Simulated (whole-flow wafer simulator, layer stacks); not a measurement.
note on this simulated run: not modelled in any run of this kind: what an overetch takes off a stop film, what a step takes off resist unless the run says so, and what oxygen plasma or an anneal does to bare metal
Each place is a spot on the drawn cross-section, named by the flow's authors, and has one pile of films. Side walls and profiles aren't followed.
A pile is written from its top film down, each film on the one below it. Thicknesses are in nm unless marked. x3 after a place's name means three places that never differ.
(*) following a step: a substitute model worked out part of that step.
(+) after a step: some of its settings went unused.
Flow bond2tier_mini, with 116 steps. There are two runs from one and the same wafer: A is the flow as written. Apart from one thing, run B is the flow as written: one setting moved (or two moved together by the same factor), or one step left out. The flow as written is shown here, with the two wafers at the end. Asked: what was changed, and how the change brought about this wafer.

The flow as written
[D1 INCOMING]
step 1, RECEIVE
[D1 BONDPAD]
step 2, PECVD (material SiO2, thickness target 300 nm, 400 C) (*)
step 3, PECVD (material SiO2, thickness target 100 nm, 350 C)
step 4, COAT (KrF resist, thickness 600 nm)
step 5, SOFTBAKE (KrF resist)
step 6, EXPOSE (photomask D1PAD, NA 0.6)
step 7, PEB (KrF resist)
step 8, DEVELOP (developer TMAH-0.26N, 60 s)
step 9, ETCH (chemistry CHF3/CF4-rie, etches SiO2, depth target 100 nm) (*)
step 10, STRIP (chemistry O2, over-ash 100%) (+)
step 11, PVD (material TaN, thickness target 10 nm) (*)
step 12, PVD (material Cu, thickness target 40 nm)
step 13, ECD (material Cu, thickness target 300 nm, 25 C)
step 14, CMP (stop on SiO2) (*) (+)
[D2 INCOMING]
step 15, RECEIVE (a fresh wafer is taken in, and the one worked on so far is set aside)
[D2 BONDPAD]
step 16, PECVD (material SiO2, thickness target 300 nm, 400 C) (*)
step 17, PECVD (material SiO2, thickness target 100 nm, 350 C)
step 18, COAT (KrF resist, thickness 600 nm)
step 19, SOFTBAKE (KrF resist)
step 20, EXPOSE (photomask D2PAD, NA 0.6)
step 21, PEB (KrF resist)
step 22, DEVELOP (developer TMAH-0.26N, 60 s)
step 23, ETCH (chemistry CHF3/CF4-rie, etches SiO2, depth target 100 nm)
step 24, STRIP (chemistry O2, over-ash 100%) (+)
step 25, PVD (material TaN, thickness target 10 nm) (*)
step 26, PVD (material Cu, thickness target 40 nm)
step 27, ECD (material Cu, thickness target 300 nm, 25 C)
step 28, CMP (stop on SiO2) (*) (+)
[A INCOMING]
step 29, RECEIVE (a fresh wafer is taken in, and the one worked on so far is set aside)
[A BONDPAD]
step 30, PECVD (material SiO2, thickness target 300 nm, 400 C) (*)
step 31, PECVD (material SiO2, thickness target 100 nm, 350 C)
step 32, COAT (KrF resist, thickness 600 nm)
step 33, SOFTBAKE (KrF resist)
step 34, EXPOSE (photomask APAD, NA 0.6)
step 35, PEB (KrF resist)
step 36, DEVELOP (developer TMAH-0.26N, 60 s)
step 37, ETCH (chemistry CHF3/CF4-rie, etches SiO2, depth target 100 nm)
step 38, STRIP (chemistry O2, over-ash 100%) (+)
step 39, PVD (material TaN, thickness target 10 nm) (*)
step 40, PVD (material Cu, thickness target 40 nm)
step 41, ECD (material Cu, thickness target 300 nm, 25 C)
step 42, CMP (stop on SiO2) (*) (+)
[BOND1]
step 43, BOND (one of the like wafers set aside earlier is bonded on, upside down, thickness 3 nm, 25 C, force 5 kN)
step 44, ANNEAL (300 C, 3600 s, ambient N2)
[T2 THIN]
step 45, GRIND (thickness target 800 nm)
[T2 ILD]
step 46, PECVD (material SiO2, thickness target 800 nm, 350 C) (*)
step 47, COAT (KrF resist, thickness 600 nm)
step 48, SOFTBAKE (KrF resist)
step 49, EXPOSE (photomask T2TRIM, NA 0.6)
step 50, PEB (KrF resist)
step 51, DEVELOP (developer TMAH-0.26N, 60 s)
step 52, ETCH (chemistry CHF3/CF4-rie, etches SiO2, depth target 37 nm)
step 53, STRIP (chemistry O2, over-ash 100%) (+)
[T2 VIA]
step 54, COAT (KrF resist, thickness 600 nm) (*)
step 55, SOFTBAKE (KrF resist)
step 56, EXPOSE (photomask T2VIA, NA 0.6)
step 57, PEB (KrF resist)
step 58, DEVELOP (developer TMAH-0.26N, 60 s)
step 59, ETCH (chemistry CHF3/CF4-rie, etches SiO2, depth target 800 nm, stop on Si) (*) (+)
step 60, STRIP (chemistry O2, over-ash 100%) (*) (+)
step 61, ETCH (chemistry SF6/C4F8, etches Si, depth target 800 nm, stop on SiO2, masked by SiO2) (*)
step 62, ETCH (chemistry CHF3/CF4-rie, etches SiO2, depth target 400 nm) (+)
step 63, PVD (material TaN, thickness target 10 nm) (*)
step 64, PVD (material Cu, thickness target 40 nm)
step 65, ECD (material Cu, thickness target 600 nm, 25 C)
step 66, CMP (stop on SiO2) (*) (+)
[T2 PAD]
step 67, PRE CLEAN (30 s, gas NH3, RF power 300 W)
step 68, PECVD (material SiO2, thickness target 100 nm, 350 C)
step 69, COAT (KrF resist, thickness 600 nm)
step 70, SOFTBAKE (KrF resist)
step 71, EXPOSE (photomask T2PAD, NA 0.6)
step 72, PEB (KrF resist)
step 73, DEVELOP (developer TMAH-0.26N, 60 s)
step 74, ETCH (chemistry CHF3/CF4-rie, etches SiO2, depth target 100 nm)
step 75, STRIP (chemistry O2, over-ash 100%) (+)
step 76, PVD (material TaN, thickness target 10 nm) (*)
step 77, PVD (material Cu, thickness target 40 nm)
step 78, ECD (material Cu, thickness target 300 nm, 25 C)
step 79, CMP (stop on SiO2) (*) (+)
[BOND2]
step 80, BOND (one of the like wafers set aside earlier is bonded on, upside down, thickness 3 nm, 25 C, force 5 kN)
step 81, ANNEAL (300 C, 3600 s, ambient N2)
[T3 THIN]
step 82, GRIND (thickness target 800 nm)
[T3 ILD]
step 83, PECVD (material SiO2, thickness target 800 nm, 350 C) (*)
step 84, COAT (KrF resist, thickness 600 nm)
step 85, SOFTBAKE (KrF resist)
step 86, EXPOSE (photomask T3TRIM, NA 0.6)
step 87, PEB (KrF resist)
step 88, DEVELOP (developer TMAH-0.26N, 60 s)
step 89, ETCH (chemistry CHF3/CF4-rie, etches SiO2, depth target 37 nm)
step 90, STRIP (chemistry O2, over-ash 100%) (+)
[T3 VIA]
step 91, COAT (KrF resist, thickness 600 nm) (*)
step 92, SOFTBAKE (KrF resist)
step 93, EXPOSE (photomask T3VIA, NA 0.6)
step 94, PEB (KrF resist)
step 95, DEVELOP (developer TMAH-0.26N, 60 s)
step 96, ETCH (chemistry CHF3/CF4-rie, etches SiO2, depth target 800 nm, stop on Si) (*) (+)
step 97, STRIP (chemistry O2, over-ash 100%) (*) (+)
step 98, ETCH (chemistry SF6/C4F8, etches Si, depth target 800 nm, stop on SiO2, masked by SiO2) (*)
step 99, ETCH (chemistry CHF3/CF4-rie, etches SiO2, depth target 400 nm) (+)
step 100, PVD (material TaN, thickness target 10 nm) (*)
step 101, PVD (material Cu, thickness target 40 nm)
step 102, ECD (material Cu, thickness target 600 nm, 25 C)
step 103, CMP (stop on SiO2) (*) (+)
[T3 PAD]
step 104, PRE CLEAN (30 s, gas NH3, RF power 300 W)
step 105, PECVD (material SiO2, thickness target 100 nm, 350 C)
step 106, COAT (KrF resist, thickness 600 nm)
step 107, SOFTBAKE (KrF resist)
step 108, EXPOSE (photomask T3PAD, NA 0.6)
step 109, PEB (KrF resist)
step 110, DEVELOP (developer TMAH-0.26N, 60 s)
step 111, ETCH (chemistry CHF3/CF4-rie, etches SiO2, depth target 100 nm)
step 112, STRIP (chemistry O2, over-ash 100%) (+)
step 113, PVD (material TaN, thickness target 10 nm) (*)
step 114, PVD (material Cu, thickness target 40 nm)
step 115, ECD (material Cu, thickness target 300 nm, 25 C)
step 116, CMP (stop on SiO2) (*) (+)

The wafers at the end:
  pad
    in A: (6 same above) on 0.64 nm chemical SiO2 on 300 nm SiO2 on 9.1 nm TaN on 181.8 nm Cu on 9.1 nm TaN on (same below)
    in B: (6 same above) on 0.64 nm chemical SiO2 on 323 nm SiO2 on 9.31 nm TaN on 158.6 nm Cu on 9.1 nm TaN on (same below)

What caused this: step 23, ETCH: depth target 77 nm was run, whereas the flow has depth target 100 nm.

Step by step, how the change led to this:
  step 23, ETCH (chemistry CHF3/CF4-rie, etches SiO2, depth target 100 nm)
      pad, via: A SiO2 loses 100 | B SiO2 loses 77
      field: A KrF resist loses 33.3 | B KrF resist loses 25.7
  step 26, PVD (material Cu, thickness target 40 nm)
      pad: A Cu gains 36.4 (new film) | B Cu gains 37.2 (new film)
  step 27, ECD (material Cu, thickness target 300 nm, 25 C)
      pad: A Cu gains 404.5 | B Cu gains 380.5
      via: A Cu gains 400.2 | B Cu gains 377.1
  step 80, BOND (one of the like wafers set aside earlier is bonded on, upside down, thickness 3 nm, 25 C, force 5 kN)
      pad: A Si gains 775 um (new film), chemical SiO2 gains 0.64 (new film), SiO2 gains 300 (new film), TaN gains 9.1 (new film), Cu gains 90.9 | B Si gains 775 um (new film), chemical SiO2 gains 0.64 (new film), SiO2 gains 323 (new film), TaN gains 9.31 (new film), Cu gains 67.7
